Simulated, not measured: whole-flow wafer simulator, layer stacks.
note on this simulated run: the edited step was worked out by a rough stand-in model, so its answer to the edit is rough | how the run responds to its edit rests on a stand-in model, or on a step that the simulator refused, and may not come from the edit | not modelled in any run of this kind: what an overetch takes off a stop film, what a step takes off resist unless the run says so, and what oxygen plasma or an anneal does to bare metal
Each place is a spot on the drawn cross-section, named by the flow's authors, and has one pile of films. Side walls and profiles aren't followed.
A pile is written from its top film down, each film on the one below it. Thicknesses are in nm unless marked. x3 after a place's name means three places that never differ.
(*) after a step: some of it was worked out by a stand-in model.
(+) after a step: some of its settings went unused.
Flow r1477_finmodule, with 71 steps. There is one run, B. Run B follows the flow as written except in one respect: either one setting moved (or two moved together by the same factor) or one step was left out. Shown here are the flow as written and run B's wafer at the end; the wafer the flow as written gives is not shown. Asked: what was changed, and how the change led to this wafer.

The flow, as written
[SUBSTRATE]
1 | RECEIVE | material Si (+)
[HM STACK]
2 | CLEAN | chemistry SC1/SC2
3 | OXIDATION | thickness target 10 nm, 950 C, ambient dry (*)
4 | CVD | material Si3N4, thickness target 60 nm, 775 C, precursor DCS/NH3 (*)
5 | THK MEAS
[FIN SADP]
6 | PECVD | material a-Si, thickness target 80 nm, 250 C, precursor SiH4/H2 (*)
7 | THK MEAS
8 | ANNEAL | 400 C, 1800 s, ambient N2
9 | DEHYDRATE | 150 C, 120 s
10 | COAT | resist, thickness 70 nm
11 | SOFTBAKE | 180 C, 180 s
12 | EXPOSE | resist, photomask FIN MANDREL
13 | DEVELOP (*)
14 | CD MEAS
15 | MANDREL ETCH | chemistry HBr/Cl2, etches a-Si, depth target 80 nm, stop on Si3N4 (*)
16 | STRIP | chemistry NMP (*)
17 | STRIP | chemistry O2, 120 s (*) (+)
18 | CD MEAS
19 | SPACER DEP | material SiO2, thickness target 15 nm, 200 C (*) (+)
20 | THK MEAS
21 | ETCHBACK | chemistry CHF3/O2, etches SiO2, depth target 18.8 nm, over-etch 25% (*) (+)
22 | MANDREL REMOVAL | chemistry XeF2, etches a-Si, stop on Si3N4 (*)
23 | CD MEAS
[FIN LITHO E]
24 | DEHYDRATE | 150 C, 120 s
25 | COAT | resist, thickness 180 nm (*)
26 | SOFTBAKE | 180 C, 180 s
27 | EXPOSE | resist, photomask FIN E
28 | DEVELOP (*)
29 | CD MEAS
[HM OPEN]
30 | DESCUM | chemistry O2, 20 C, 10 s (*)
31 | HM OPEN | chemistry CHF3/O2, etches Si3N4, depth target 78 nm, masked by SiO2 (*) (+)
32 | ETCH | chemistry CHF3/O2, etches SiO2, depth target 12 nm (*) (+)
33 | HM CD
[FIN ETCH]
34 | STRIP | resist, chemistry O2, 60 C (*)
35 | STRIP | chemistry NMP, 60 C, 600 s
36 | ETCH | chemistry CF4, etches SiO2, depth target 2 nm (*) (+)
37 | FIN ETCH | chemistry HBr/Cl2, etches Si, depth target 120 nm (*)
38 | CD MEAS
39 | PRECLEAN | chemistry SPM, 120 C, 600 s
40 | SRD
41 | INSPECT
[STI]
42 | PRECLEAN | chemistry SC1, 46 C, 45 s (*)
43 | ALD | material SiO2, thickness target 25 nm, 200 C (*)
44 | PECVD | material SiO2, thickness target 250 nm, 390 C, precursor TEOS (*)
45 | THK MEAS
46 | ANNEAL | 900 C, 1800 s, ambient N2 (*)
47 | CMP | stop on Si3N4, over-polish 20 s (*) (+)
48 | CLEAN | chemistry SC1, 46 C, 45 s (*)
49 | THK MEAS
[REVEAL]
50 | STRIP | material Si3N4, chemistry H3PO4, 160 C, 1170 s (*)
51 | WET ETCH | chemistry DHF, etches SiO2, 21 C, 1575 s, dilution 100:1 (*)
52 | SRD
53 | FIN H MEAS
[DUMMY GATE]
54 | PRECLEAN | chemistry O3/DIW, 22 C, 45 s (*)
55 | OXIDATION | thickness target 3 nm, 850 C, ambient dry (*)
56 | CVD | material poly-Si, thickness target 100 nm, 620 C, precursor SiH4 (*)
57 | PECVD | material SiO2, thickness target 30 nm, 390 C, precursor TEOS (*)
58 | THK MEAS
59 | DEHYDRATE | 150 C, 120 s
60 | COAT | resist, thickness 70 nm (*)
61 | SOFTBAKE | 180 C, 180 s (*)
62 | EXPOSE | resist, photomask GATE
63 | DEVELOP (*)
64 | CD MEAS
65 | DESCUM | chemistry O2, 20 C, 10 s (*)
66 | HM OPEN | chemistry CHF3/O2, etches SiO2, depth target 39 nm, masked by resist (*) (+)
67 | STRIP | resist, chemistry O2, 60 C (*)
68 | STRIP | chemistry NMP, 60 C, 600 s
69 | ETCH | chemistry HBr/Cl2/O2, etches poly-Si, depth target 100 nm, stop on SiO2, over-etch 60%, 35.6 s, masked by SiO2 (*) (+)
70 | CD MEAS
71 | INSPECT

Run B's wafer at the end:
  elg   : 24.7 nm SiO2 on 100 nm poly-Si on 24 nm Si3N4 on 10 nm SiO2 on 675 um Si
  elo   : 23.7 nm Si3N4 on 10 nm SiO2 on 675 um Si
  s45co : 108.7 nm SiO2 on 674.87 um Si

What caused this: step 21, ETCHBACK: depth target 27.7 nm was run, while the flow as written has depth target 18.8 nm.

The path from the change to this, step by step:
  21 | ETCHBACK | chemistry CHF3/O2, etches SiO2, depth target 18.8 nm, over-etch 25% (*) (+)
      pad, padg, elg and 21 more: SiO2 loses 15 (all of it), Si3N4 loses 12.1 (in the flow as written it would be: SiO2 loses 15 (all of it), Si3N4 loses 3.62)
      s40cg, s45cg, s50cg, s40co, s45co, s50co: SiO2 loses 15.4 (all of it), a-Si loses 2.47 (in the flow as written it would be: SiO2 loses 15.4 (all of it), a-Si loses 0.69)
      (as well as at 6 more places)
  22 | MANDREL REMOVAL | chemistry XeF2, etches a-Si, stop on Si3N4 (*)
      s40cg, s45cg, s50cg, s40co, s45co, s50co: a-Si loses 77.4 (all of it) (in the flow as written it would be: a-Si loses 79.2 (all of it))
  25 | COAT | resist, thickness 180 nm (*)
      s40cg, s40co: resist gains 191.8 (new film) (in the flow as written it would be: resist gains 197.6 (new film))
      s40sg_line, s40so_line: resist gains 124.3 (new film) (in the flow as written it would be: resist gains 121.2 (new film))
      (as well as at 8 more places)
  28 | DEVELOP (*)
      s40cg, s40co: resist loses 191.8 (all of it) (in the flow as written it would be: resist loses 197.6 (all of it))
      s40sg_line, s40so_line: resist loses 124.3 (all of it) (in the flow as written it would be: resist loses 121.2 (all of it))
      (as well as at 8 more places)
  31 | HM OPEN | chemistry CHF3/O2, etches Si3N4, depth target 78 nm, masked by SiO2 (*) (+)
      pad, padg, esg and 13 more: Si3N4 loses 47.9 (all of it), SiO2 loses 10 (all of it) (in the flow as written it would be: Si3N4 loses 56.4 (all of it), SiO2 loses 10 (all of it))
      elg, e40lg, e100lg, e200lg, elo, e40lo, e100lo, e200lo: resist loses 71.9 (in the flow as written it would be: resist loses 78)
      (as well as at 12 more places)
  32 | ETCH | chemistry CHF3/O2, etches SiO2, depth target 12 nm (*) (+)
      s40cg, s45cg, s50cg, s40co, s45co, s50co: SiO2 loses 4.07 (all of it), Si loses 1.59 (in the flow as written it would be: SiO2 loses 1 (all of it), Si loses 2.2)
  34 | STRIP | resist, chemistry O2, 60 C (*)
      elg, e40lg, e100lg, e200lg, elo, e40lo, e100lo, e200lo: resist loses 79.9 (all of it) (in the flow as written it would be: resist loses 73.8 (all of it))
  43 | ALD | material SiO2, thickness target 25 nm, 200 C (*)
      s40cg, s45cg, s50cg, s40co, s45co, s50co: SiO2 gains 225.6 (new film) (in the flow as written it would be: SiO2 gains 232.1 (new film))
      esg: SiO2 gains 185.8 (new film) (in the flow as written it would be: SiO2 gains 194.3 (new film))
  47 | CMP | stop on Si3N4, over-polish 20 s (*) (+)
      elg, esg, e40lg and 6 more: SiO2 loses 233.1 (in the flow as written it would be: SiO2 loses 241.6)
      s40cg, s45cg, s50cg, s40co, s45co, s50co: SiO2 loses 273.2 (in the flow as written it would be: SiO2 loses 279)
      (as well as at 6 more places)
  51 | WET ETCH | chemistry DHF, etches SiO2, 21 C, 1575 s, dilution 100:1 (*)
      elg, e40lg, e100lg, e200lg, elo, e40lo, e100lo, e200lo: SiO2 loses 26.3 (all of it), Si3N4 loses 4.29 (in the flow as written it would be: SiO2 loses 17.8 (all of it), Si3N4 loses 4.97)
  56 | CVD | material poly-Si, thickness target 100 nm, 620 C, precursor SiH4 (*)
      esg: poly-Si gains 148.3 (new film) (in the flow as written it would be: poly-Si gains 156 (new film))
  60 | COAT | resist, thickness 70 nm (*)
      e40sg, eso, e40so: resist gains 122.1 (new film) (in the flow as written it would be: resist gains 129.5 (new film))
      e100sg, e100so: resist gains 122 (new film) (in the flow as written it would be: resist gains 129.4 (new film))
      (as well as at 2 more places)
  63 | DEVELOP (*)
      eso, e40so: resist loses 122.1 (all of it) (in the flow as written it would be: resist loses 129.5 (all of it))
      e100so: resist loses 122 (all of it) (in the flow as written it would be: resist loses 129.4 (all of it))
      (as well as at 1 more place)
  67 | STRIP | resist, chemistry O2, 60 C (*)
      e40sg: resist loses 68 (all of it) (in the flow as written it would be: resist loses 75.4 (all of it))
      e100sg: resist loses 67.9 (all of it) (in the flow as written it would be: resist loses 75.3 (all of it))
      (as well as at 1 more place)
